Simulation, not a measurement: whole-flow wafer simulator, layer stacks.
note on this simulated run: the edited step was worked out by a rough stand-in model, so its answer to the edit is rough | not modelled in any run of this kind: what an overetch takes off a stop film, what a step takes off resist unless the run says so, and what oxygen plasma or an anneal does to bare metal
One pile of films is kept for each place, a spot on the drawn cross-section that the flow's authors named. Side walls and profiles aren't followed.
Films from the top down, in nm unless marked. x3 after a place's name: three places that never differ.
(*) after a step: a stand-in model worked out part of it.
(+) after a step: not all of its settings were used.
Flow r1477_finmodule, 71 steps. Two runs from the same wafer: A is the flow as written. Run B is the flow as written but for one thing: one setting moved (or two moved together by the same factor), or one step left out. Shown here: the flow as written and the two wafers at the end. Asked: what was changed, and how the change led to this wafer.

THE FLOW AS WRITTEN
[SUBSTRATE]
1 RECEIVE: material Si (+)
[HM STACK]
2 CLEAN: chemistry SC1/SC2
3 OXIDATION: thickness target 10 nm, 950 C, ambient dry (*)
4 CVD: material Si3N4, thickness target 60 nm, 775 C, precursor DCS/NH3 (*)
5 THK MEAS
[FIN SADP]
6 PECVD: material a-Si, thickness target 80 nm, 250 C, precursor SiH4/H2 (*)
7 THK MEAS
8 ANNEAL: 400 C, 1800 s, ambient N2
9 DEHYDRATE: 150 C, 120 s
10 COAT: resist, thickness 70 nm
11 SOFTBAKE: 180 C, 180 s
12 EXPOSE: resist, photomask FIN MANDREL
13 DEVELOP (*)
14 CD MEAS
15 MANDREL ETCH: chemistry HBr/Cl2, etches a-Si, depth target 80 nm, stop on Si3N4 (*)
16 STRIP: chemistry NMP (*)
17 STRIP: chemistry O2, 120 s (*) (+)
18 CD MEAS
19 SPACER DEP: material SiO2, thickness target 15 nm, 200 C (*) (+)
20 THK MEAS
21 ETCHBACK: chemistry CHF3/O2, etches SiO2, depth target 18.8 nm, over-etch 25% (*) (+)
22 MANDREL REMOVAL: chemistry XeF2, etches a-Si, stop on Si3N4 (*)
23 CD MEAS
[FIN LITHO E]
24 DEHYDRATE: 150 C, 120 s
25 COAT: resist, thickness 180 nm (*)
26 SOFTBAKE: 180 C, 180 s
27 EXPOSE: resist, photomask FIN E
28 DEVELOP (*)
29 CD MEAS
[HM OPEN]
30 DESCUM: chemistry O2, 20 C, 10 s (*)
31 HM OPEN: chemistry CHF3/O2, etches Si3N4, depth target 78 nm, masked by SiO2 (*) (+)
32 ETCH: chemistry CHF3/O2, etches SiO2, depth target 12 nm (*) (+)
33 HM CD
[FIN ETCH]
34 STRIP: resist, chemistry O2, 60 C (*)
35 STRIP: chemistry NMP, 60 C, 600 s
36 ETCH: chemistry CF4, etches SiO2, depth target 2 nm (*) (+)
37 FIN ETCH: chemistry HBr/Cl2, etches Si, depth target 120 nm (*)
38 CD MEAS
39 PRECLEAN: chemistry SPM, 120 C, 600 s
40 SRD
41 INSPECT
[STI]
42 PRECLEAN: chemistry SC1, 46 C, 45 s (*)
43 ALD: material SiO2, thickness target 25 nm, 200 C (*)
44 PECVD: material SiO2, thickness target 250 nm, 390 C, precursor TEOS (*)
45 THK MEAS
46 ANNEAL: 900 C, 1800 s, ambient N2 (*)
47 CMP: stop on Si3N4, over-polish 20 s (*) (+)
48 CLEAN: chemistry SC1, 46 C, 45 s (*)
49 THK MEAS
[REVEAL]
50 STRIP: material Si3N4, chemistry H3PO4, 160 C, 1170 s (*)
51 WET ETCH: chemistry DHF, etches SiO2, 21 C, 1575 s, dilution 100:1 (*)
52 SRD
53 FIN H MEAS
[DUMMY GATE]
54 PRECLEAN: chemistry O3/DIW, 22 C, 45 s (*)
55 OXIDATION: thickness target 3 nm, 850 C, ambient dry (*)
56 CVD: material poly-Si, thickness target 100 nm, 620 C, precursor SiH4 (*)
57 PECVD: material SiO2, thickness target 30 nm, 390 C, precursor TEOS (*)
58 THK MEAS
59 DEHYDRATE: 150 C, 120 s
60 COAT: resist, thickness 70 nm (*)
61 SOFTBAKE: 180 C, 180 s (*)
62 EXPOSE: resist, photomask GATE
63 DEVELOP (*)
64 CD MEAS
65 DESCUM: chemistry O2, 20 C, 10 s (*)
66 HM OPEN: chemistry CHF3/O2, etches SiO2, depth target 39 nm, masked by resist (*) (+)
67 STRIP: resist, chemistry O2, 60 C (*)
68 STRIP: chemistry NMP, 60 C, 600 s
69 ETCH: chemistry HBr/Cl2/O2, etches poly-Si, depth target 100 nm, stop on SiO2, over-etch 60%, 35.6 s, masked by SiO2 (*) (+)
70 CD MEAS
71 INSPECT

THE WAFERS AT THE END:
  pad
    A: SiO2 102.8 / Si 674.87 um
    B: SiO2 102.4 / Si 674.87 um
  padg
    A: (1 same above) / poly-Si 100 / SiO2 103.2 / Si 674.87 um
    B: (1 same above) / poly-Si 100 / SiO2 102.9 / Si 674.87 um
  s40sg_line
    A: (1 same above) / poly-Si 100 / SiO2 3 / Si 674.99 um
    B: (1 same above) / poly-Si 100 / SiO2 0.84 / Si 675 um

The cause: step 55, OXIDATION: 765 C was run, where the flow has 850 C.

How the change led to this, step by step:
  55 OXIDATION: thickness target 3 nm, 850 C, ambient dry (*)
      s40sg_line, s45sg_line, s50sg_line, s40so_line, s45so_line, s50so_line: A SiO2 +3 (new film), chemical SiO2 -0.84 (all of it), Si -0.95 | B SiO2 +0.84 (new film), chemical SiO2 -0.84 (all of it)
  67 STRIP: resist, chemistry O2, 60 C (*)
      s40sg, s45sg: A resist -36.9 (all of it) | B resist -36 (all of it)
      s50sg: A resist -36.8 (all of it) | B resist -35.8 (all of it)
